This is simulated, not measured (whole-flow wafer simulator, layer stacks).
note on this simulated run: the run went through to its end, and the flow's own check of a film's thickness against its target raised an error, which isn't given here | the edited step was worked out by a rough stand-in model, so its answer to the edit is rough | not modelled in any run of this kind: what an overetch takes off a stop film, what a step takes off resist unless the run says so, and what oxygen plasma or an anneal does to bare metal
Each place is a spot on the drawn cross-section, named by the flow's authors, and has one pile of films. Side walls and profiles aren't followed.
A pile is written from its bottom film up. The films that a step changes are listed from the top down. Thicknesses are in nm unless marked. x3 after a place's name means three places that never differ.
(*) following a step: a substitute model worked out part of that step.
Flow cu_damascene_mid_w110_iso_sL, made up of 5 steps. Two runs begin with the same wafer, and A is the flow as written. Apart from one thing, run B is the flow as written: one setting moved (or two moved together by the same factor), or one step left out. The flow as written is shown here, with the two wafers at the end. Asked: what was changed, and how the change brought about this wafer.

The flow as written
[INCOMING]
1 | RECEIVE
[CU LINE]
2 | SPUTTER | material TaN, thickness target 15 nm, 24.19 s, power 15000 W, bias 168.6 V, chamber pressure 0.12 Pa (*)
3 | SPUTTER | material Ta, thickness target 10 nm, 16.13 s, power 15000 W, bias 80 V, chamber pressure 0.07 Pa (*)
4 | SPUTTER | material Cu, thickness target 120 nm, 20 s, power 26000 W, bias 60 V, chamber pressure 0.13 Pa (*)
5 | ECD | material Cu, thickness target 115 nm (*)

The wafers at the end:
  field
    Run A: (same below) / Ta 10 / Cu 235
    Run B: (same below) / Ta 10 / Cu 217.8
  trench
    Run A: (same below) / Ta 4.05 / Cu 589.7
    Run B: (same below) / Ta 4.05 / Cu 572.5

Cause: step 5, ECD: thickness target 97.8 nm was run, though the flow has thickness target 115 nm.

The path from the change to this, step by step:
  5 | ECD | material Cu, thickness target 115 nm (*)
      field: A +115 Cu | B +97.8 Cu
      trench: A +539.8 Cu | B +522.6 Cu
